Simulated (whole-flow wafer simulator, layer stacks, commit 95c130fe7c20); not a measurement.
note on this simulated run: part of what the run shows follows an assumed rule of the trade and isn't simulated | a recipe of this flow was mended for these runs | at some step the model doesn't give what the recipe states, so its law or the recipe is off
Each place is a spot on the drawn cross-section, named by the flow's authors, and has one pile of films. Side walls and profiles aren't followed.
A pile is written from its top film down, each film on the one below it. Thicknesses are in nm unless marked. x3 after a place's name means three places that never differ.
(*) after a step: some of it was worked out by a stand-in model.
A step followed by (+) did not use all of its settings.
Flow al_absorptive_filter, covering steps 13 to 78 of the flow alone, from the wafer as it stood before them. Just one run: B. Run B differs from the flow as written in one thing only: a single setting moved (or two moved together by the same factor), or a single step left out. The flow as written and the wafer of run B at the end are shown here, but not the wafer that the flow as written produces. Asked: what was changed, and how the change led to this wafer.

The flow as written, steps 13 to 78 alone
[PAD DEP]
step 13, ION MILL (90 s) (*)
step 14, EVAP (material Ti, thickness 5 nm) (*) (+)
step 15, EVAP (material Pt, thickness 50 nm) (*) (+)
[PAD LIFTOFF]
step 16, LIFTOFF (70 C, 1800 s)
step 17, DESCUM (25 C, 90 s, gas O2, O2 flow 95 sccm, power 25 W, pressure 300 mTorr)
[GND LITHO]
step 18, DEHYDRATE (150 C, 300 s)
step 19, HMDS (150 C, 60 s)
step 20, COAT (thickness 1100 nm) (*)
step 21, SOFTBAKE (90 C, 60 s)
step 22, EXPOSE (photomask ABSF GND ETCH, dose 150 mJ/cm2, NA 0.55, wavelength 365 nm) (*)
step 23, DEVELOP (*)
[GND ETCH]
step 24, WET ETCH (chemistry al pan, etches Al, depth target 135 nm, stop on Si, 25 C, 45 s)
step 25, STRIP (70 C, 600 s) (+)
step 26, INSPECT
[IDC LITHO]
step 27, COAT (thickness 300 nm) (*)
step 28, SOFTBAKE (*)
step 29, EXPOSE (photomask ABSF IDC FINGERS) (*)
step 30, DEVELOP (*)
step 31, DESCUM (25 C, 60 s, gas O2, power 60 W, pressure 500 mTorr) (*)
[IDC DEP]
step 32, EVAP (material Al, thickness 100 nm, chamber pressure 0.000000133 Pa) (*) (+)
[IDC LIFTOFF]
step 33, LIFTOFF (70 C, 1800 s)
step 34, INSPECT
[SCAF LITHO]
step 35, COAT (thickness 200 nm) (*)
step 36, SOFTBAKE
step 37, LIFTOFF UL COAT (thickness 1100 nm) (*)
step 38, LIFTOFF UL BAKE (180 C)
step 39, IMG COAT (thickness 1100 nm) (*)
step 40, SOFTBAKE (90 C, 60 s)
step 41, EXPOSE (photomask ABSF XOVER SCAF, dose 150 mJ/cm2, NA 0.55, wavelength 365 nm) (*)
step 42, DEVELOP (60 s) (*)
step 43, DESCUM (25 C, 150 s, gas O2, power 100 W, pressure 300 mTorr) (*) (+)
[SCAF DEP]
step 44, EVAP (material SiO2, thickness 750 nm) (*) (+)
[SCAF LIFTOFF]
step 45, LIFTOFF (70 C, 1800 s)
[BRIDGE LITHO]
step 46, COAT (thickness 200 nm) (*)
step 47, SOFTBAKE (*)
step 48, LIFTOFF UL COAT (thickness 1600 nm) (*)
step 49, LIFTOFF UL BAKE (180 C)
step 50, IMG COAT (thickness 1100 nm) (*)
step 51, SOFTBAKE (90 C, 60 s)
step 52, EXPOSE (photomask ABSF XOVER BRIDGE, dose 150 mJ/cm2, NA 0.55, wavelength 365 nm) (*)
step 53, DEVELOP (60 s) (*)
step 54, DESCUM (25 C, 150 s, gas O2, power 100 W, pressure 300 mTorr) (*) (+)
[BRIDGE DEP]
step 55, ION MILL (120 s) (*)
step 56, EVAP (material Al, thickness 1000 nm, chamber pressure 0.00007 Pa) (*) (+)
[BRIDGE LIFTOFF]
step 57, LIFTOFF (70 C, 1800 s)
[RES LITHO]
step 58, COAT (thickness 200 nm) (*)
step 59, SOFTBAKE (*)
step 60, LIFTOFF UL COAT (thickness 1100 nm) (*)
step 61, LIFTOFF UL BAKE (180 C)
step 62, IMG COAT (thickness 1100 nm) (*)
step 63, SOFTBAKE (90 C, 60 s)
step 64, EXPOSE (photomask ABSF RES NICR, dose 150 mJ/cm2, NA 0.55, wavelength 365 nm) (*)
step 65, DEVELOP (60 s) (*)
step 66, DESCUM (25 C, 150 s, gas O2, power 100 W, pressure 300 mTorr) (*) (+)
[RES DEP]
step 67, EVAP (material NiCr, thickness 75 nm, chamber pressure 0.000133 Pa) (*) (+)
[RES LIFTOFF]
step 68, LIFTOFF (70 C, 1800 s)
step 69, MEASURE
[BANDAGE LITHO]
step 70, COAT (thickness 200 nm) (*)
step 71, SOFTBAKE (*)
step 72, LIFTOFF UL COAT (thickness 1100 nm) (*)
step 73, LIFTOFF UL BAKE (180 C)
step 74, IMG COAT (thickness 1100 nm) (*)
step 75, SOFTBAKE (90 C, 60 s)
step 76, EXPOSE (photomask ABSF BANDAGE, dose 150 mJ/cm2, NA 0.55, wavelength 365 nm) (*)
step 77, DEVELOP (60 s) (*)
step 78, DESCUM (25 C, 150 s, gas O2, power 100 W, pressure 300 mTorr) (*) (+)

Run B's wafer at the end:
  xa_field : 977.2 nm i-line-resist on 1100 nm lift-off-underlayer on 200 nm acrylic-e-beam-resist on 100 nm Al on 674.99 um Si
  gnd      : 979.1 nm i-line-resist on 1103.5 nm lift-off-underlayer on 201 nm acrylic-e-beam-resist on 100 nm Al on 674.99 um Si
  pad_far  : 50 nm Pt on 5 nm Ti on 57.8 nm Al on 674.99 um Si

The reason: step 13, ION MILL: 86 s was run, though the flow has 90 s.

Step by step, how the change led to this:
  step 13, ION MILL (90 s) (*)
      gnd, ledge, res and 9 more: i-line-resist loses 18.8 (as written it would have been: i-line-resist loses 19.6)
      pad_far, pad_near: Al loses 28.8 (as written it would have been: Al loses 30.2)
